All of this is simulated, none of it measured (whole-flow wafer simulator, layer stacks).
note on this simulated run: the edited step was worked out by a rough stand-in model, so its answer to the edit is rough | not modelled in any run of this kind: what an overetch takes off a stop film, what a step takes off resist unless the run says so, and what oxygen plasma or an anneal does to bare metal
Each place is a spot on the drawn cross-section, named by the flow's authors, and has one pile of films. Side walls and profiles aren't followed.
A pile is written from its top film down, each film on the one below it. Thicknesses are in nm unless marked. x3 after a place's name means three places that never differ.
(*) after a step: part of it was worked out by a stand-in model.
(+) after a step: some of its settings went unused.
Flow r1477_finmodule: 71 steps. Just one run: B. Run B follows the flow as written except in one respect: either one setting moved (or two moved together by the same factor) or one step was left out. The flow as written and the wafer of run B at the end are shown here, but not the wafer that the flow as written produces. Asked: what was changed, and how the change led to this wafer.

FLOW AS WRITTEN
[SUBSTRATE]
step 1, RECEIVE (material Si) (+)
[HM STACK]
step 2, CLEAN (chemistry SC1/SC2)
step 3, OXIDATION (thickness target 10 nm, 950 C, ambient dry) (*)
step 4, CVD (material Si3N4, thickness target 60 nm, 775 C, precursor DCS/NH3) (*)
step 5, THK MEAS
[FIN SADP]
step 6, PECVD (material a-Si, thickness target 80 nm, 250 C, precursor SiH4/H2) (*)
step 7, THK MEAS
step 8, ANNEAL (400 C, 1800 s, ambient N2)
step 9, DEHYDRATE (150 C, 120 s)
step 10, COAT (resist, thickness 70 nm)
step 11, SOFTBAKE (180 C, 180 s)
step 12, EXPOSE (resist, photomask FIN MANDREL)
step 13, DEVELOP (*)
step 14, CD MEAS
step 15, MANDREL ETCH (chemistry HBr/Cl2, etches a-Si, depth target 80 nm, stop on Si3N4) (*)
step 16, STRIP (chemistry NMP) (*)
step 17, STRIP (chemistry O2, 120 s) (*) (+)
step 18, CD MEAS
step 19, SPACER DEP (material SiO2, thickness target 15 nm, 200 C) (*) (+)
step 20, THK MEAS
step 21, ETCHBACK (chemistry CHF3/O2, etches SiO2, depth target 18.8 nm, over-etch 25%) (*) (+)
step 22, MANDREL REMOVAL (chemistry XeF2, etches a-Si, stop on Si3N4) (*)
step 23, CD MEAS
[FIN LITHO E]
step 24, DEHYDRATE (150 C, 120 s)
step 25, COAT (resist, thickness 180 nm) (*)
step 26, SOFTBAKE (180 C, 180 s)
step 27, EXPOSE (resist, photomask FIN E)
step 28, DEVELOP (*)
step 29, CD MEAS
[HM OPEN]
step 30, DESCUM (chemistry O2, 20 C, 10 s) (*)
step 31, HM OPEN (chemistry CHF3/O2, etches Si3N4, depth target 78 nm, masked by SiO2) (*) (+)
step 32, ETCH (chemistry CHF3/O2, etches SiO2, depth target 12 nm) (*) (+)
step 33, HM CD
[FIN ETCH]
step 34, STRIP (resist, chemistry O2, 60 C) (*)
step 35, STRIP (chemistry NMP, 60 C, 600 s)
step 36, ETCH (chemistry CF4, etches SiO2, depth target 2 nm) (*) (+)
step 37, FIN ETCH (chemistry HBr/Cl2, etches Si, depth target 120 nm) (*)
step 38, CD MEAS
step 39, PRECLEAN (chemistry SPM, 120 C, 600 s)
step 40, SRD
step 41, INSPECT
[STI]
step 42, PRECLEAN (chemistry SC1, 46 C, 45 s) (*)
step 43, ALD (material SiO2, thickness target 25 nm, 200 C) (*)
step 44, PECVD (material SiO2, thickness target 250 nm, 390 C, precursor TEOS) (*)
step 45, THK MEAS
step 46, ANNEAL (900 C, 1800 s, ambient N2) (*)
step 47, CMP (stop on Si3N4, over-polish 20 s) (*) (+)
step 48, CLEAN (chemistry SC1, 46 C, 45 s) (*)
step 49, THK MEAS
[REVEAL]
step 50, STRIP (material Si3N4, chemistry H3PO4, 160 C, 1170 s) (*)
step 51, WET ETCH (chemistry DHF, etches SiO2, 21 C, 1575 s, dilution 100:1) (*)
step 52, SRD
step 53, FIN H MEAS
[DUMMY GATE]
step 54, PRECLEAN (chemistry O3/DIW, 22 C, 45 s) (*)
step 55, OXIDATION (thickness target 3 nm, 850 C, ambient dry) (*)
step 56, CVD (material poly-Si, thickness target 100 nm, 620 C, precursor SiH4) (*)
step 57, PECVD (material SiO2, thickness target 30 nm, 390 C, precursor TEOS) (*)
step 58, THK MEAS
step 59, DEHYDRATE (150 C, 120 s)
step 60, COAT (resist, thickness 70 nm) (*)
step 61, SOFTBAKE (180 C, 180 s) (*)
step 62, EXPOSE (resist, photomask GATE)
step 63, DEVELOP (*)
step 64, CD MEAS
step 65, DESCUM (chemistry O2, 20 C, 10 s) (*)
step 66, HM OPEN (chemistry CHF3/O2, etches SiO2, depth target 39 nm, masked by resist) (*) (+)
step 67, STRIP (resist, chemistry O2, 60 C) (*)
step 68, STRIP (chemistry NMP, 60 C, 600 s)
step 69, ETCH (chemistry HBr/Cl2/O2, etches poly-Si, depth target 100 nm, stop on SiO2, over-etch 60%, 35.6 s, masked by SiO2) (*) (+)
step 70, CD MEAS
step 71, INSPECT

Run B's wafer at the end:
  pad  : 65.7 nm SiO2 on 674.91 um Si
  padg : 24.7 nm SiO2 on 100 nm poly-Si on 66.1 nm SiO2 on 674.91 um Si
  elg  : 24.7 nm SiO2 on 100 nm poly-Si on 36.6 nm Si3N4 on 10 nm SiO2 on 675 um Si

The reason: step 37, FIN ETCH: depth target 82.8 nm was run, whereas the flow has depth target 120 nm.

Step by step, how the change led to this:
  step 37, FIN ETCH (chemistry HBr/Cl2, etches Si, depth target 120 nm) (*)
      pad, padg, esg and 19 more: -82.8 Si (it would be, as written: -120 Si)
      elg, e40lg, e100lg, e200lg, elo, e40lo, e100lo, e200lo: -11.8 Si3N4 (it would be, as written: -17.1 Si3N4)
      (and at 6 other places as well)
  step 43, ALD (material SiO2, thickness target 25 nm, 200 C) (*)
      s40cg, s45cg, s50cg, s40co, s45co, s50co: +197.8 SiO2 (new film) (it would be, as written: +232.1 SiO2 (new film))
      esg: +162.4 SiO2 (new film) (it would be, as written: +194.3 SiO2 (new film))
  step 47, CMP (stop on Si3N4, over-polish 20 s) (*) (+)
      pad, padg, e40sg and 11 more: -109 SiO2 (it would be, as written: -71.8 SiO2)
      elg, esg, e40lg and 6 more: -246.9 SiO2 (it would be, as written: -241.6 SiO2)
      (and at 1 other place as well)
  step 51, WET ETCH (chemistry DHF, etches SiO2, 21 C, 1575 s, dilution 100:1) (*)
      elg, e40lg, e100lg, e200lg, elo, e40lo, e100lo, e200lo: -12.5 SiO2 (all of it), -5.4 Si3N4 (it would be, as written: -17.8 SiO2 (all of it), -4.97 Si3N4)
  step 56, CVD (material poly-Si, thickness target 100 nm, 620 C, precursor SiH4) (*)
      esg: +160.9 poly-Si (new film) (it would be, as written: +156 poly-Si (new film))
  step 60, COAT (resist, thickness 70 nm) (*)
      e40sg, eso, e40so: +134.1 resist (new film) (it would be, as written: +129.5 resist (new film))
      e100sg, e100so: +134 resist (new film) (it would be, as written: +129.4 resist (new film))
      (and at 2 other places as well)
  step 63, DEVELOP (*)
      eso, e40so: -134.1 resist (all of it) (it would be, as written: -129.5 resist (all of it))
      e100so: -134 resist (all of it) (it would be, as written: -129.4 resist (all of it))
      (and at 1 other place as well)
  step 67, STRIP (resist, chemistry O2, 60 C) (*)
      e40sg: -80 resist (all of it) (it would be, as written: -75.4 resist (all of it))
      e100sg: -79.9 resist (all of it) (it would be, as written: -75.3 resist (all of it))
      (and at 1 other place as well)
